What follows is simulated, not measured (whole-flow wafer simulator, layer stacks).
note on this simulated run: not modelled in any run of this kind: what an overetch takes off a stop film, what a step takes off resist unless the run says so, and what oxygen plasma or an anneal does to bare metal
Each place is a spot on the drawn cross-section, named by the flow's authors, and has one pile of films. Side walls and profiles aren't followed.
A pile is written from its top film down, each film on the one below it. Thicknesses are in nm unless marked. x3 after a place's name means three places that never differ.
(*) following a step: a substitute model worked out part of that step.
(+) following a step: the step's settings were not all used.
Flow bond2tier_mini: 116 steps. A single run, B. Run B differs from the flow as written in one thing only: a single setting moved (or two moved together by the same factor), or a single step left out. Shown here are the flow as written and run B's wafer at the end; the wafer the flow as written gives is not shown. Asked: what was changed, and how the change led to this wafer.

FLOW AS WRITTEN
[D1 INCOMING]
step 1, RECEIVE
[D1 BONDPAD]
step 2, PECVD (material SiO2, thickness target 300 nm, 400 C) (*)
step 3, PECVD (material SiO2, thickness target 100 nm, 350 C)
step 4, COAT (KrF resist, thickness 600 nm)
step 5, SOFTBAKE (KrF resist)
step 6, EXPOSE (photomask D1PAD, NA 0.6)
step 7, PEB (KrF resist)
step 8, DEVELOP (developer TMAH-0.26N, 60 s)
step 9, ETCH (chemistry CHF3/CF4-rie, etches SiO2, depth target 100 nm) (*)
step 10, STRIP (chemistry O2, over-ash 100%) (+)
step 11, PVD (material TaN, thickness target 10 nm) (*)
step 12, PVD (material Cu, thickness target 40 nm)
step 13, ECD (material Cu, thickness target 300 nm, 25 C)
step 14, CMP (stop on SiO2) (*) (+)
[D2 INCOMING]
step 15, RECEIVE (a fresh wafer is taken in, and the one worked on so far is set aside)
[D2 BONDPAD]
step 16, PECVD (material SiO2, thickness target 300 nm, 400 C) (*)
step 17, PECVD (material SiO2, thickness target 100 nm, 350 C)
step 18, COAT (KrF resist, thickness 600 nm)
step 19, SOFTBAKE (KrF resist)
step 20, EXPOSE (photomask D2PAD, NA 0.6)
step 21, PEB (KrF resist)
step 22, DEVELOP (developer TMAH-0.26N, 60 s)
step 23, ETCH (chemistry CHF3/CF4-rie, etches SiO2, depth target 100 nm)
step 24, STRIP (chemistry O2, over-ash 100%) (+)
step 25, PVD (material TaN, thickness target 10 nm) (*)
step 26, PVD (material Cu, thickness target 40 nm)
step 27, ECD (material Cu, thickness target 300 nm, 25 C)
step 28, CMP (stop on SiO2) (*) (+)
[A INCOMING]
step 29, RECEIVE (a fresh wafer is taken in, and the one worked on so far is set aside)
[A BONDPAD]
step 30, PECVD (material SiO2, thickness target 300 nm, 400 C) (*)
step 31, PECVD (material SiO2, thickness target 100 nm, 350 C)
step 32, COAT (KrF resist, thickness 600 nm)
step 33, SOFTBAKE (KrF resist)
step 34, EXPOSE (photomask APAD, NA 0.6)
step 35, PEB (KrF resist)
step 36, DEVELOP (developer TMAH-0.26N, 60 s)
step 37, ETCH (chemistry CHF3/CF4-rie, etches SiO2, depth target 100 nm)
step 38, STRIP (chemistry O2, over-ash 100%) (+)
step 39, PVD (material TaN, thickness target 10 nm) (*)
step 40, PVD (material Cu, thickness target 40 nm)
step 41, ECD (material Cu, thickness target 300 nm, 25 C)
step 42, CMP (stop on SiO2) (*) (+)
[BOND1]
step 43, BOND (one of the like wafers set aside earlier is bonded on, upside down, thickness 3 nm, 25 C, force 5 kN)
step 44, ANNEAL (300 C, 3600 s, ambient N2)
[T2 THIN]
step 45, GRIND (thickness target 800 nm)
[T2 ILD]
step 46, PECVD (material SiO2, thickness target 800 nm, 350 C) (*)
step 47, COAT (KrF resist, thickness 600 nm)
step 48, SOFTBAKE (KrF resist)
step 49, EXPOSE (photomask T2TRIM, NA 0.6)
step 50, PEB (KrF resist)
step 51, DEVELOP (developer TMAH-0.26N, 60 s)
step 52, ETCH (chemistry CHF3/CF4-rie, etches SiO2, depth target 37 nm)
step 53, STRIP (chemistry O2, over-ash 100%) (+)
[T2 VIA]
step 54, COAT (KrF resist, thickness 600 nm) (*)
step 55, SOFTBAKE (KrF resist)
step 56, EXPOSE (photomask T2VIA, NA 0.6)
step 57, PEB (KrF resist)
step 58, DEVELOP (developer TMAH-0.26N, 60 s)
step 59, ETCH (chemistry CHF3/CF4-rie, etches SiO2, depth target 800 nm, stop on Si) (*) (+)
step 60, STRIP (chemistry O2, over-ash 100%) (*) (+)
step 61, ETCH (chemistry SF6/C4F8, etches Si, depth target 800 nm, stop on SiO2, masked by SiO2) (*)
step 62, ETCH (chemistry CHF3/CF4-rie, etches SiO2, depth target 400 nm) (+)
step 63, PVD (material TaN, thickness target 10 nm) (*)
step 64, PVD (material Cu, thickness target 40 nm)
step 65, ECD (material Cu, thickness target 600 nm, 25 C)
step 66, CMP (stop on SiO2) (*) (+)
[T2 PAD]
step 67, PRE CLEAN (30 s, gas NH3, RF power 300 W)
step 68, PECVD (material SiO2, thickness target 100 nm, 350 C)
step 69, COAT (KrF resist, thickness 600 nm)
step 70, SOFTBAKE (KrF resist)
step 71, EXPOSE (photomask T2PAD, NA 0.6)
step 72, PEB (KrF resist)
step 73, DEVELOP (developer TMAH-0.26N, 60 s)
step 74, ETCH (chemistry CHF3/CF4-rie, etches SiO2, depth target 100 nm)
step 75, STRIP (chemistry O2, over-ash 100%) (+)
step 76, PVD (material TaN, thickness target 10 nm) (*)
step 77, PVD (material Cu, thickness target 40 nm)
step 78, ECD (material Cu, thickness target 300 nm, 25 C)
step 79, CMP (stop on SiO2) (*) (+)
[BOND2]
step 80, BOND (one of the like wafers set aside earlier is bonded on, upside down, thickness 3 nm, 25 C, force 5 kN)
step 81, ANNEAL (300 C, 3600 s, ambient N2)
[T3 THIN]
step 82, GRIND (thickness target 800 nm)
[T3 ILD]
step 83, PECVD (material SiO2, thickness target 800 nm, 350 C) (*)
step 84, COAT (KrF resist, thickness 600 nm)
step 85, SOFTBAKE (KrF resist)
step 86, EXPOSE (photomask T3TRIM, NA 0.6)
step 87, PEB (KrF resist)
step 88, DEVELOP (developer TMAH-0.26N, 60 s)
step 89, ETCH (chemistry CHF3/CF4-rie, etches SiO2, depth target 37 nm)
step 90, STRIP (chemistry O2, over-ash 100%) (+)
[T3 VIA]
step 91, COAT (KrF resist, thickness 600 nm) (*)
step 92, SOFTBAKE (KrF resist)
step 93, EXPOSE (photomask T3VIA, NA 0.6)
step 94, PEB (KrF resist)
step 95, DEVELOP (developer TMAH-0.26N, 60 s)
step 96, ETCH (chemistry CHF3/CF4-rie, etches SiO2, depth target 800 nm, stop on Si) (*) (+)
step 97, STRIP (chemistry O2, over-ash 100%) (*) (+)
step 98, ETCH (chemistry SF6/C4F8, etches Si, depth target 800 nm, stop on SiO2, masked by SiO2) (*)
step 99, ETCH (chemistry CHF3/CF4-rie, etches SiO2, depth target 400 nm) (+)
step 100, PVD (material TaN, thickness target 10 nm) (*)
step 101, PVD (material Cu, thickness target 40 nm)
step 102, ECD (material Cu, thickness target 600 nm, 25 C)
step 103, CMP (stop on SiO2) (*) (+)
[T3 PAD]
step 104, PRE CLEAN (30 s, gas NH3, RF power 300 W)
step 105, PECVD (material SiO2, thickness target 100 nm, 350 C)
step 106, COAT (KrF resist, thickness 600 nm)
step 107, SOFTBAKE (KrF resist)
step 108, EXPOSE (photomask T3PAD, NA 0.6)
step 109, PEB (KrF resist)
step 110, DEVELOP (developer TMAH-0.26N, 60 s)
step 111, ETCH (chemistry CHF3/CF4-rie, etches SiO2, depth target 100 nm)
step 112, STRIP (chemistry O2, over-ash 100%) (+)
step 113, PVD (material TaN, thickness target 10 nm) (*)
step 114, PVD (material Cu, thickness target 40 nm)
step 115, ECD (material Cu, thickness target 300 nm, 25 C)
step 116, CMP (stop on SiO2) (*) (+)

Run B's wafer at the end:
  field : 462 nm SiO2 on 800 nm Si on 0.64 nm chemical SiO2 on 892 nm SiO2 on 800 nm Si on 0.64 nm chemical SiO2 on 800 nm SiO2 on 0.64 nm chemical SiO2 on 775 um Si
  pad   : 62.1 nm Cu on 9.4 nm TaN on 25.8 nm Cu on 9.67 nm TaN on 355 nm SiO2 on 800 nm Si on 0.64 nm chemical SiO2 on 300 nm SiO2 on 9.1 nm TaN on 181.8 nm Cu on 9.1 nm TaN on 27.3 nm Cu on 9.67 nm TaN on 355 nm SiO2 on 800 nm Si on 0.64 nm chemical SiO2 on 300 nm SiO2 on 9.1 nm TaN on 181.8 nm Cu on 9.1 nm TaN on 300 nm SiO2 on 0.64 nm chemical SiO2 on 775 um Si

Cause: step 105, PECVD: thickness target 70 nm was run, while the flow as written has thickness target 100 nm.

The path from the change to this, step by step:
  step 105, PECVD (material SiO2, thickness target 100 nm, 350 C)
      field: SiO2 gains 70 (in the flow as written it would be: SiO2 gains 100)
      pad: SiO2 gains 70 (new film) (in the flow as written it would be: SiO2 gains 100 (new film))
  step 111, ETCH (chemistry CHF3/CF4-rie, etches SiO2, depth target 100 nm)
      pad: SiO2 loses 70 (all of it), Cu loses 1.5 (in the flow as written it would be: SiO2 loses 100 (all of it))
  step 114, PVD (material Cu, thickness target 40 nm)
      pad: Cu gains 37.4 (new film) (in the flow as written it would be: Cu gains 36.4 (new film))
  step 115, ECD (material Cu, thickness target 300 nm, 25 C)
      pad: Cu gains 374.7 (in the flow as written it would be: Cu gains 404.5)
